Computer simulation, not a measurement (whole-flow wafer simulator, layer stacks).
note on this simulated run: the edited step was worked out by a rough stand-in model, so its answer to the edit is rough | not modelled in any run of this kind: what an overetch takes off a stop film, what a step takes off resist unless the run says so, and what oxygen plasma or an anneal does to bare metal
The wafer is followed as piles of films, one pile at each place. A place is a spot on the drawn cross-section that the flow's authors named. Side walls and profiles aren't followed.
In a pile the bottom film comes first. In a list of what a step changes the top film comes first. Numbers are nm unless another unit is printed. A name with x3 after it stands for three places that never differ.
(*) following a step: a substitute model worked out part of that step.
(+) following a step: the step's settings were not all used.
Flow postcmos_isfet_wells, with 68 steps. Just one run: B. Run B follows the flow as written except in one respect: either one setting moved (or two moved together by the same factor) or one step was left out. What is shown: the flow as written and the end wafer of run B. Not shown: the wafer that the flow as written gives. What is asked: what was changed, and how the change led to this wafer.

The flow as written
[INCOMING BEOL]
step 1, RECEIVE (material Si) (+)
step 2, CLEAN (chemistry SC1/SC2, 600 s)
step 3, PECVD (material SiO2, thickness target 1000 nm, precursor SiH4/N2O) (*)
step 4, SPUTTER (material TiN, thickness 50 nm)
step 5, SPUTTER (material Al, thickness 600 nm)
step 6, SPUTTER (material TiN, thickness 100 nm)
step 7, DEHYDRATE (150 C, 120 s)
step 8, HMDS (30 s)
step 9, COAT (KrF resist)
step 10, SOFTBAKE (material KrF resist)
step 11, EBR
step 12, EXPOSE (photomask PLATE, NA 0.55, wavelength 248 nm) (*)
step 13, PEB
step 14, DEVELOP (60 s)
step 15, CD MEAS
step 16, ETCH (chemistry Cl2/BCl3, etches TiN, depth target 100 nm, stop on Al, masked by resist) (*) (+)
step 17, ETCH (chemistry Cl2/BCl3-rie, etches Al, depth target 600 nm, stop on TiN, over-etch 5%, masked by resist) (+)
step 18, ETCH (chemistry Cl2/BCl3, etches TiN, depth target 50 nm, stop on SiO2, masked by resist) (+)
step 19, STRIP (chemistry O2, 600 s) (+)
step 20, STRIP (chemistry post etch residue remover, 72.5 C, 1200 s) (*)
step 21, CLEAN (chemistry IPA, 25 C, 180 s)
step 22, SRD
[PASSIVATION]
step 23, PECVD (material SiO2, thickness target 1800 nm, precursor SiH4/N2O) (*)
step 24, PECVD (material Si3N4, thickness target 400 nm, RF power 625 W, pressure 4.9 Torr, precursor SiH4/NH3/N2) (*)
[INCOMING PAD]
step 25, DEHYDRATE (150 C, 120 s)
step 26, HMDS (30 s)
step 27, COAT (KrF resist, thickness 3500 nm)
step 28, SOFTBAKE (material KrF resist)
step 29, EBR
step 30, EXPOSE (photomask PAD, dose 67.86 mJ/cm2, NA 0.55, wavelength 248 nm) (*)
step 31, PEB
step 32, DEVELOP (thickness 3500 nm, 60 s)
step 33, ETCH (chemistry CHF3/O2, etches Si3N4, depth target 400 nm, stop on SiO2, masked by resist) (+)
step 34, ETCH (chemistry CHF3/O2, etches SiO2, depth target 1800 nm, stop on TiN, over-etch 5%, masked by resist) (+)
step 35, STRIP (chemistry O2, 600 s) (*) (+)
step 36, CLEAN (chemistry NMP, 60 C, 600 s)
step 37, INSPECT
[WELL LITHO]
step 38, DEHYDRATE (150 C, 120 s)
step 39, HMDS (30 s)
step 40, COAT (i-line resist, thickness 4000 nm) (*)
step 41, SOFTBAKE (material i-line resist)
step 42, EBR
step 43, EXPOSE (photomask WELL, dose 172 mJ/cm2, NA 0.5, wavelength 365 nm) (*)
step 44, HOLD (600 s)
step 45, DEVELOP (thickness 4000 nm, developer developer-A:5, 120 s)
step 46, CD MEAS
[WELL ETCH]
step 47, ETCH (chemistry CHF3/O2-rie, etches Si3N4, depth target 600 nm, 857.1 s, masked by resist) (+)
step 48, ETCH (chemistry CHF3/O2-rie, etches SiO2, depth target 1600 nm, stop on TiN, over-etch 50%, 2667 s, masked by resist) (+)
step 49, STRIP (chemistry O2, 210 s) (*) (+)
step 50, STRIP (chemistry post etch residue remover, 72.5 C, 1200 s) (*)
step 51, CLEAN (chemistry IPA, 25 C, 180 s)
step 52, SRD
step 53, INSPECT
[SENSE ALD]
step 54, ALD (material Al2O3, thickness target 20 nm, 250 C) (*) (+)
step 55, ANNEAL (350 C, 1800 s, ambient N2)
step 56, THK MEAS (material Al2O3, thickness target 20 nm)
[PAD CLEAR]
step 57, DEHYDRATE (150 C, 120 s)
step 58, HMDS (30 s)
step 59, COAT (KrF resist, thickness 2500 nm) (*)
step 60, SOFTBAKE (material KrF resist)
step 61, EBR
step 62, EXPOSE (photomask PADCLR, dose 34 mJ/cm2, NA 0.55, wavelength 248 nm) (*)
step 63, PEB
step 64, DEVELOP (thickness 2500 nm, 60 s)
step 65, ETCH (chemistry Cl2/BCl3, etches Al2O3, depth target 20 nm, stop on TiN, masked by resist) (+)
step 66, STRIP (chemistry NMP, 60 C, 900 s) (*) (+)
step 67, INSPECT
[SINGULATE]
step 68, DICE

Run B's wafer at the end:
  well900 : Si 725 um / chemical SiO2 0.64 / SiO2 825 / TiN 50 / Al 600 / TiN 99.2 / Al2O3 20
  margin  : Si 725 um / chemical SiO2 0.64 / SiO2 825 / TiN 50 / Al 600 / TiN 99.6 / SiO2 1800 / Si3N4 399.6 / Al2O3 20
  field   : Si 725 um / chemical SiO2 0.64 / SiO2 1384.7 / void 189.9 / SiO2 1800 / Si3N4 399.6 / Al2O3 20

Cause: step 3, PECVD: thickness target 825 nm was run, whereas the flow has thickness target 1000 nm.
The wafer lets one read it off: well900 has SiO2 825, and step 3 as written asks for 1000 nm.

The path from the change to this, step by step:
  step 3, PECVD (material SiO2, thickness target 1000 nm, precursor SiH4/N2O) (*)
      field, margin, well900, well1300 x3, pad_rim, pad_clr, pad_open: +825 SiO2 (new film) (in the flow as written it would be: +1000 SiO2 (new film))
